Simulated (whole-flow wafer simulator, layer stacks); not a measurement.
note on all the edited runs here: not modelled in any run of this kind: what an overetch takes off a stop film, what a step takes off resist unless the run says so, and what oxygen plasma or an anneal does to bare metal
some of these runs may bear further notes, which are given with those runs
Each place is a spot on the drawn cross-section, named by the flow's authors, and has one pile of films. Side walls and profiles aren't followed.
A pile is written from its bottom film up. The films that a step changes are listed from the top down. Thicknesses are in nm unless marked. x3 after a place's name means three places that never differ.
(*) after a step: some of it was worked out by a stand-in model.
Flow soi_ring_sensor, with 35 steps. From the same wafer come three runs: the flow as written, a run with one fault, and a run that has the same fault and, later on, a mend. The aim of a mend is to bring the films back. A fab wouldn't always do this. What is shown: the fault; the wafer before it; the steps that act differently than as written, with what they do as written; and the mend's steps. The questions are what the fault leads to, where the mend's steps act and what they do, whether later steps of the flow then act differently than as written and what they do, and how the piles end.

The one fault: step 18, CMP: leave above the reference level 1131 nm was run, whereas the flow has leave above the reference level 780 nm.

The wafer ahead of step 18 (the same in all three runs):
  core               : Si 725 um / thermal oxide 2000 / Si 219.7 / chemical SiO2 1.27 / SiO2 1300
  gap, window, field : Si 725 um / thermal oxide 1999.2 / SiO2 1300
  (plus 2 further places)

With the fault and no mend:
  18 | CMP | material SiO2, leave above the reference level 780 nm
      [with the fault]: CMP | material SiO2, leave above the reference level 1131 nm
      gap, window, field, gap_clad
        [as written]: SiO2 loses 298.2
        [with the fault]: nothing
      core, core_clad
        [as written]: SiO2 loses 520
        [with the fault]: SiO2 loses 169
  Steps further on in the flow that do not act as written (not shown: 1 more step that differs only slightly, by at most 2% or 0.5 nm, whichever is larger):
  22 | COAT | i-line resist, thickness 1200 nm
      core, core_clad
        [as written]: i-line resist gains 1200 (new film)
        [with the fault]: i-line resist gains 1154 (new film)
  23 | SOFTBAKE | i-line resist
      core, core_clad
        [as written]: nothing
        [with the fault]: i-line resist loses 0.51
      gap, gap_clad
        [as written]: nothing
        [with the fault]: i-line resist loses 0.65
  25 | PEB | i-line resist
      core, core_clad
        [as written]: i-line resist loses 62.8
        [with the fault]: i-line resist loses 60.4
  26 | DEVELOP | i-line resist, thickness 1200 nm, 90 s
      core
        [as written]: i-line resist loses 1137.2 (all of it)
        [with the fault]: i-line resist loses 1093.1 (all of it)
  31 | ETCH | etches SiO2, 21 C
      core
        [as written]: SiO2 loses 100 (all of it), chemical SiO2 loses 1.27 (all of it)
        [with the fault]: SiO2 loses 451 (all of it), chemical SiO2 loses 1.27 (all of it)
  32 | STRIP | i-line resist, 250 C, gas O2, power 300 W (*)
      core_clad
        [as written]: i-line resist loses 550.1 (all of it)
        [with the fault]: i-line resist loses 506 (all of it)
  The piles end different from the flow's at field, core_clad by more than 2% or 0.5 nm, whichever is larger.
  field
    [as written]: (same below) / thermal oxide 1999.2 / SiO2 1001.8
    [with the fault]: (same below) / thermal oxide 1999.2 / SiO2 1300
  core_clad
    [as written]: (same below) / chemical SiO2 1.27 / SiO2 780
    [with the fault]: (same below) / chemical SiO2 1.27 / SiO2 1131

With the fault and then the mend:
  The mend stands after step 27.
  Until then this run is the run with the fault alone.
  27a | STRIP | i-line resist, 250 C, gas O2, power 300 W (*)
      field
        i-line resist loses 1137.7 (all of it)
      core_clad
        i-line resist loses 1093 (all of it)
      gap_clad
        i-line resist loses 1143.3 (all of it)
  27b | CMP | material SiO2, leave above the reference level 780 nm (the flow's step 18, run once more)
      gap, window, field, gap_clad
        SiO2 loses 298.2
      core, core_clad
        SiO2 loses 351
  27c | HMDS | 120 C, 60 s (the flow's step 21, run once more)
      alters no film at any place that is followed
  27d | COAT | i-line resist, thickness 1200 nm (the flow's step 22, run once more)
      core, gap, window, field, core_clad, gap_clad
        i-line resist gains 1200 (new film)
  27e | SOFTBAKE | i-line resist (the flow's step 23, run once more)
      alters no film at any place that is followed
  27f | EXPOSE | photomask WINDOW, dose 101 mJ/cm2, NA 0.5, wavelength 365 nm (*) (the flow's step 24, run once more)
      alters no film at any place that is followed
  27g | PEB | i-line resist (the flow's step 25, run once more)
      core, gap, window, field, core_clad, gap_clad
        i-line resist loses 62.8
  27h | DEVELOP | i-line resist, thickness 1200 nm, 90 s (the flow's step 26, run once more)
      core, gap, window
        i-line resist loses 1137.2 (all of it)
      field, core_clad, gap_clad
        i-line resist loses 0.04
  Later steps of the flow that are run all act as written at every place that is followed.
  At every place that both follow, the piles at the end match the flow's.
